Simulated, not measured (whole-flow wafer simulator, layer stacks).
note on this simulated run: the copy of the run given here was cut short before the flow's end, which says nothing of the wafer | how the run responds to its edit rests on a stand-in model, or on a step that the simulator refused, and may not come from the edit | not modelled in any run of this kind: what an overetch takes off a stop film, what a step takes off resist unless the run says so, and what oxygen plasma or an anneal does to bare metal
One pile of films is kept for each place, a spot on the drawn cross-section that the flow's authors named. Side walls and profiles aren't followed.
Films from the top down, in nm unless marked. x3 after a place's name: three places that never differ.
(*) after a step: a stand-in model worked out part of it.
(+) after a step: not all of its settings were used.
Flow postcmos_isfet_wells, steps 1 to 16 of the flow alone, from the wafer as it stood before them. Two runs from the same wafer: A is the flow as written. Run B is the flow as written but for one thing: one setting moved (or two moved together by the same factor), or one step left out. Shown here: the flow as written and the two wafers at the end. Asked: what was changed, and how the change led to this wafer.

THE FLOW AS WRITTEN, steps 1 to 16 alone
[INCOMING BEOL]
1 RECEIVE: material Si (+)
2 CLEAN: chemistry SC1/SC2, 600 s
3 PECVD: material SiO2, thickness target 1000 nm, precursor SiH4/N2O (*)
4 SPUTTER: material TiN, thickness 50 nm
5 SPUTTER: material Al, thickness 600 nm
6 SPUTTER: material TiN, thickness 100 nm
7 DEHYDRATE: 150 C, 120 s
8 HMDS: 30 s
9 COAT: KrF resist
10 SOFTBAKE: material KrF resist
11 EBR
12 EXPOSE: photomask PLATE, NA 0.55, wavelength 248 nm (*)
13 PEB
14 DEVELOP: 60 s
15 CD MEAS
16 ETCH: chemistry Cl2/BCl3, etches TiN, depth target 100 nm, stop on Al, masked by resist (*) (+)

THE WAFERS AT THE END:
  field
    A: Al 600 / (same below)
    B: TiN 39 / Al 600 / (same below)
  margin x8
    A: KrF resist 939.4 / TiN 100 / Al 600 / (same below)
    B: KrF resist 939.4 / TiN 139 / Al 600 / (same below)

The cause: step 6, SPUTTER: thickness 139 nm was run, where the flow has thickness 100 nm.
It can be read off the wafer: margin x8 has TiN 139, and step 6 as written asks for 100 nm.

How the change led to this, step by step:
  6 SPUTTER: material TiN, thickness 100 nm
      field, margin x8: A TiN +100 (new film) | B TiN +139 (new film)
  16 ETCH: chemistry Cl2/BCl3, etches TiN, depth target 100 nm, stop on Al, masked by resist (*) (+)
      field: A TiN -100 (all of it) | B TiN -100
